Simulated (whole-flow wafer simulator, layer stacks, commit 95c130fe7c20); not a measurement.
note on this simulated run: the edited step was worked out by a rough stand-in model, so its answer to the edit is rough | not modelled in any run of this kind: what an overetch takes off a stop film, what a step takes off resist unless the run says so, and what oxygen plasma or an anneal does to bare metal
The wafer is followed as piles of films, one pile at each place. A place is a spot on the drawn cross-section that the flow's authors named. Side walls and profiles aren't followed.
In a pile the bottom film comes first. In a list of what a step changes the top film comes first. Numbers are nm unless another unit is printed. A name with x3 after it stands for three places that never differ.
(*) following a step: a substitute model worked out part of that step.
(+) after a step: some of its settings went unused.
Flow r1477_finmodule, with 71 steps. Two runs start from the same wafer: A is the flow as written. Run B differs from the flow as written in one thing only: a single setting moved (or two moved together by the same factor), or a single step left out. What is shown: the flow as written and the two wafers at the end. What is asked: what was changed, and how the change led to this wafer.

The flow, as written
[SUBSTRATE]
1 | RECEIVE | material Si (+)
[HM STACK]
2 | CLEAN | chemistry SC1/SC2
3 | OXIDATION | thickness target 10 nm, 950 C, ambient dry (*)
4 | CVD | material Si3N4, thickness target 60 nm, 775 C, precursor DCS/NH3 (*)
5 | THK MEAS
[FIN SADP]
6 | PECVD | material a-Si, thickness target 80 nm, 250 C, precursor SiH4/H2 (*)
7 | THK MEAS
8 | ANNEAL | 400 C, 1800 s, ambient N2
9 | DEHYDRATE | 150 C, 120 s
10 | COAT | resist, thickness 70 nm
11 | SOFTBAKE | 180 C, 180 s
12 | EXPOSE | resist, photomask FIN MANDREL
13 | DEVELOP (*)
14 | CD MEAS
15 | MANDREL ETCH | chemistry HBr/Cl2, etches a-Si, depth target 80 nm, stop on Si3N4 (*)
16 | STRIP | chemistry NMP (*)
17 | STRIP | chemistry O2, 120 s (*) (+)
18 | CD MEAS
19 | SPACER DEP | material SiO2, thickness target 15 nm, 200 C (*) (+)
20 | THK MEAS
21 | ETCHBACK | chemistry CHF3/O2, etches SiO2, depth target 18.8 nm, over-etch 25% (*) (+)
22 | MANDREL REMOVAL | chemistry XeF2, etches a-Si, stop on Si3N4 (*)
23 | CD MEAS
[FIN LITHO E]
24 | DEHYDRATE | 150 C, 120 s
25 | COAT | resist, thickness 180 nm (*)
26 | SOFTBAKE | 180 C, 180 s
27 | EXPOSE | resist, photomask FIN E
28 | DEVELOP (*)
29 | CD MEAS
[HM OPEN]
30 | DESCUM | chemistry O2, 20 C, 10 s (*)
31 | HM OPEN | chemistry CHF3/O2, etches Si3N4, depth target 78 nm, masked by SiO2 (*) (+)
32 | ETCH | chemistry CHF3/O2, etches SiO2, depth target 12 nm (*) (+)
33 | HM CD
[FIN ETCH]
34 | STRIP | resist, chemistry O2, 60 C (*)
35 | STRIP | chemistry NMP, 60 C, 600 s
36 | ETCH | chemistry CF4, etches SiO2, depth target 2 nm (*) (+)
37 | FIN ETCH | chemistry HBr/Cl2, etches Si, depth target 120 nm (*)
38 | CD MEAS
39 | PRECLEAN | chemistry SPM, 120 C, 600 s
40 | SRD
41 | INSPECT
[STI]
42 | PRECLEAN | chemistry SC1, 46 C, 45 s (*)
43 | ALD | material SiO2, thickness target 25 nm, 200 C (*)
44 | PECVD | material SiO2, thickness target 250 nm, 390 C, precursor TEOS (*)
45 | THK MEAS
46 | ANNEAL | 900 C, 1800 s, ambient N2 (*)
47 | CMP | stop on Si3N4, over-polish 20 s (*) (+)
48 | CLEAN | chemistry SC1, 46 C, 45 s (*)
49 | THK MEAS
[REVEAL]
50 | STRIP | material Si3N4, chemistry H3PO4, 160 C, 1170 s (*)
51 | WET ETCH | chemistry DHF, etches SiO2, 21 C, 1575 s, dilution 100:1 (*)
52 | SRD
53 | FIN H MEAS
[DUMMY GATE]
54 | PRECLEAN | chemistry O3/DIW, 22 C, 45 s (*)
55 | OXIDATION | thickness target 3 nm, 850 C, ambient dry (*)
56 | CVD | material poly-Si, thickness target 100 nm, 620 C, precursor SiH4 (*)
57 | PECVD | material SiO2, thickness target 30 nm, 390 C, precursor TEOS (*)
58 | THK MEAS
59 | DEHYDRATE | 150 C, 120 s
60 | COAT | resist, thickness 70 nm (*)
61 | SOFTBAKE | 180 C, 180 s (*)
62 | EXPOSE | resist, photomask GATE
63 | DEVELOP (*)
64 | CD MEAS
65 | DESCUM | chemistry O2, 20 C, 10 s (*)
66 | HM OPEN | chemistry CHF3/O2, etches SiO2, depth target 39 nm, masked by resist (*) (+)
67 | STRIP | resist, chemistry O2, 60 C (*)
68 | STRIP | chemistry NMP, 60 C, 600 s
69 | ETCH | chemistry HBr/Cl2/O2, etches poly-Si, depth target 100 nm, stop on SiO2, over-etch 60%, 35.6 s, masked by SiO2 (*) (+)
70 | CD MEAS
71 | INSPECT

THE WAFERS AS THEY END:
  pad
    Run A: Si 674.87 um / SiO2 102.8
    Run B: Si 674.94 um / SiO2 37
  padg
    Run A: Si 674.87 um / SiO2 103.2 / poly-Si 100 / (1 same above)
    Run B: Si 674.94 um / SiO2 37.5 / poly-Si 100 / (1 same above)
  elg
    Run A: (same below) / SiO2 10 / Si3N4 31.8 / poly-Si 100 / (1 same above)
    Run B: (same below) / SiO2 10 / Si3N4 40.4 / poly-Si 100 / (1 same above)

Cause: step 37, FIN ETCH: depth target 54 nm was run, though the flow has depth target 120 nm.

Step by step, how the change led to this:
  37 | FIN ETCH | chemistry HBr/Cl2, etches Si, depth target 120 nm (*)
      pad, padg, esg and 19 more: A Si loses 120 | B Si loses 54
      elg, e40lg, e100lg, e200lg, elo, e40lo, e100lo, e200lo: A Si3N4 loses 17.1 | B Si3N4 loses 7.71
      (also at 6 further places)
  43 | ALD | material SiO2, thickness target 25 nm, 200 C (*)
      s40cg, s45cg, s50cg, s40co, s45co, s50co: A SiO2 gains 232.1 (new film) | B SiO2 gains 171.2 (new film)
      esg: A SiO2 gains 194.3 (new film) | B SiO2 gains 137.7 (new film)
  47 | CMP | stop on Si3N4, over-polish 20 s (*) (+)
      pad, padg, e40sg and 11 more: A SiO2 loses 71.8 | B SiO2 loses 137.8
      elg, esg, e40lg and 6 more: A SiO2 loses 241.6 | B SiO2 loses 251
      (also at 1 further place)
  51 | WET ETCH | chemistry DHF, etches SiO2, 21 C, 1575 s, dilution 100:1 (*)
      elg, e40lg, e100lg, e200lg, elo, e40lo, e100lo, e200lo: A SiO2 loses 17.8 (all of it), Si3N4 loses 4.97 | B SiO2 loses 8.42 (all of it), Si3N4 loses 5.73
  56 | CVD | material poly-Si, thickness target 100 nm, 620 C, precursor SiH4 (*)
      esg: A poly-Si gains 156 (new film) | B poly-Si gains 164.6 (new film)
  60 | COAT | resist, thickness 70 nm (*)
      e40sg, eso, e40so: A resist gains 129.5 (new film) | B resist gains 137.6 (new film)
      e100sg, e100so: A resist gains 129.4 (new film) | B resist gains 137.5 (new film)
      (also at 2 further places)
  63 | DEVELOP (*)
      eso, e40so: A resist loses 129.5 (all of it) | B resist loses 137.6 (all of it)
      e100so: A resist loses 129.4 (all of it) | B resist loses 137.5 (all of it)
      (also at 1 further place)
  67 | STRIP | resist, chemistry O2, 60 C (*)
      e40sg: A resist loses 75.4 (all of it) | B resist loses 83.5 (all of it)
      e100sg: A resist loses 75.3 (all of it) | B resist loses 83.4 (all of it)
      (also at 1 further place)
